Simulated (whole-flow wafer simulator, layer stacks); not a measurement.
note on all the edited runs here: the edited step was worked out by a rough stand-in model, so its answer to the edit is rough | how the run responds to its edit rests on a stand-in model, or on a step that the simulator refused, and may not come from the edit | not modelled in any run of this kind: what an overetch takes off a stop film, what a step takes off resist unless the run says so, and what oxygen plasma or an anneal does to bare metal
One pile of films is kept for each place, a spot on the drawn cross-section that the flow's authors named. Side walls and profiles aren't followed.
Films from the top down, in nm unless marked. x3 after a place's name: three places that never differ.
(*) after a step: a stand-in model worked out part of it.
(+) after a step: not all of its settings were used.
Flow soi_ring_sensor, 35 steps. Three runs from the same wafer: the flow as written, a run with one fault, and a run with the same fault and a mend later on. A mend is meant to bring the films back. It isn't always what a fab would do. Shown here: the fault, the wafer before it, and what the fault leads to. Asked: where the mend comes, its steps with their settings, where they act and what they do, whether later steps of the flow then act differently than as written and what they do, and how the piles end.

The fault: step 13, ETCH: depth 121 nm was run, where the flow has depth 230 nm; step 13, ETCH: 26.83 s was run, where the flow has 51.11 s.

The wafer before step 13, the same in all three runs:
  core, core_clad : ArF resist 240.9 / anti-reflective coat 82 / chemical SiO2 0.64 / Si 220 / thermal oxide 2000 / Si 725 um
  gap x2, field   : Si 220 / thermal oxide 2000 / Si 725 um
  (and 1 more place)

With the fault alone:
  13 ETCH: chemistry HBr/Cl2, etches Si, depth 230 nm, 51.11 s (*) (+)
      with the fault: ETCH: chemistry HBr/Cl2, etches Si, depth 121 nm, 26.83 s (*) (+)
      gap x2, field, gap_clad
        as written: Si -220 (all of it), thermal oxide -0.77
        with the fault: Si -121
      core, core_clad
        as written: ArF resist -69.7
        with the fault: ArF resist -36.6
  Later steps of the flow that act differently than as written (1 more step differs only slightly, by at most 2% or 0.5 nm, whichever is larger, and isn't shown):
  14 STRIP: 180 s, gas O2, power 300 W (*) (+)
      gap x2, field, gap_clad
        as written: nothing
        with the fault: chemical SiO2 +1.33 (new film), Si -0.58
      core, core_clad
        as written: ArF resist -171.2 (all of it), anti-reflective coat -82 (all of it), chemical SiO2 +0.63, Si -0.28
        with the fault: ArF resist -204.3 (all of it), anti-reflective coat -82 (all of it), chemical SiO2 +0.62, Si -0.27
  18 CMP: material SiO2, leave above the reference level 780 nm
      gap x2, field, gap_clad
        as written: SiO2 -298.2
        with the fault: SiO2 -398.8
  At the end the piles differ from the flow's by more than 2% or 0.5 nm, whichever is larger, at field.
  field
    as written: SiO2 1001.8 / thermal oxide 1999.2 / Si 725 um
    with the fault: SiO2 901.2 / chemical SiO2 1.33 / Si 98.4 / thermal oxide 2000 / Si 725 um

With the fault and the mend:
  The mend comes after step 13.
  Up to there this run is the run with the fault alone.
  13a ETCH: chemistry HBr/Cl2, etches Si, depth 109 nm, 24.22 s (*) (+) (the flow's step 13 once more, with other settings)
      gap x2, field, gap_clad
        Si -99 (all of it), thermal oxide -0.77
      core, core_clad
        ArF resist -33
  No later step of the flow acts differently than as written, at any place that is followed, by more than 2% or 0.5 nm, whichever is larger.
  At the end the piles are the same as the flow's at every place that both follow.
